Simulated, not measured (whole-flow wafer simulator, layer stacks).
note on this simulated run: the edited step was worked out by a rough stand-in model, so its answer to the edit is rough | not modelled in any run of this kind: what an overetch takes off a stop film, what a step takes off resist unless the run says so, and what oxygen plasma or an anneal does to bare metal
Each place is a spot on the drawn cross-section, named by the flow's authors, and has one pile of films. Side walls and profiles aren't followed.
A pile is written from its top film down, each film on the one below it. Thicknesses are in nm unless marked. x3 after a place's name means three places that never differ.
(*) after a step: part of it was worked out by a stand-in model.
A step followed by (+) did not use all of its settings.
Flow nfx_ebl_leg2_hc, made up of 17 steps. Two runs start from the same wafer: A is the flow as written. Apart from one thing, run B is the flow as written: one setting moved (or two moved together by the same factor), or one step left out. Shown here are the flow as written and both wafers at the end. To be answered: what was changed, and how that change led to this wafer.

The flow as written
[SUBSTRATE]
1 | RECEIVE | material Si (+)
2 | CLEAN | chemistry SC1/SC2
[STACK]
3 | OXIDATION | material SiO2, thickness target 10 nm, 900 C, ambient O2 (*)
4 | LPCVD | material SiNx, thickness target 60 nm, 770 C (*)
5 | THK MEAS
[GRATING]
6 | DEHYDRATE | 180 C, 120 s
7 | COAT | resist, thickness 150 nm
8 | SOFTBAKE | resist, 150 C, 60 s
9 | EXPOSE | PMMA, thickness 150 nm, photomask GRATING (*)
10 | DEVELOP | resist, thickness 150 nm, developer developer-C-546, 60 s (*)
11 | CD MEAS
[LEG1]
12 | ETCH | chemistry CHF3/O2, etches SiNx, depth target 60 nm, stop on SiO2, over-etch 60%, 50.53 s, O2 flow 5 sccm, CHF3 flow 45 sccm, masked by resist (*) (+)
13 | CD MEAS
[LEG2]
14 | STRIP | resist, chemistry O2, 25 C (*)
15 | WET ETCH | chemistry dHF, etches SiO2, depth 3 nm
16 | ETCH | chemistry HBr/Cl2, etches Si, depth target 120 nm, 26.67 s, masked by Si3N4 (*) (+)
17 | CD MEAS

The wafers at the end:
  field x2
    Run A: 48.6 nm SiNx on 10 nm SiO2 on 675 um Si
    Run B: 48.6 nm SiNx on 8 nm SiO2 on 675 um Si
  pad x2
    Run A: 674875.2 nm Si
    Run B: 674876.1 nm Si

The reason: step 3, OXIDATION: thickness target 8 nm was run, whereas the flow has thickness target 10 nm.
One can read it off the wafer: field x2 has SiO2 8, and step 3 as written asks for 10 nm.

How this came from the change, step by step:
  3 | OXIDATION | material SiO2, thickness target 10 nm, 900 C, ambient O2 (*)
      field x2, pad x2: A +10 SiO2 (new film), -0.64 chemical SiO2 (all of it), -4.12 Si | B +8 SiO2 (new film), -0.64 chemical SiO2 (all of it), -3.24 Si
  12 | ETCH | chemistry CHF3/O2, etches SiNx, depth target 60 nm, stop on SiO2, over-etch 60%, 50.53 s, O2 flow 5 sccm, CHF3 flow 45 sccm, masked by resist (*) (+)
      pad x2: A -60 SiNx (all of it), -10 SiO2 (all of it) | B -60 SiNx (all of it), -8 SiO2 (all of it)
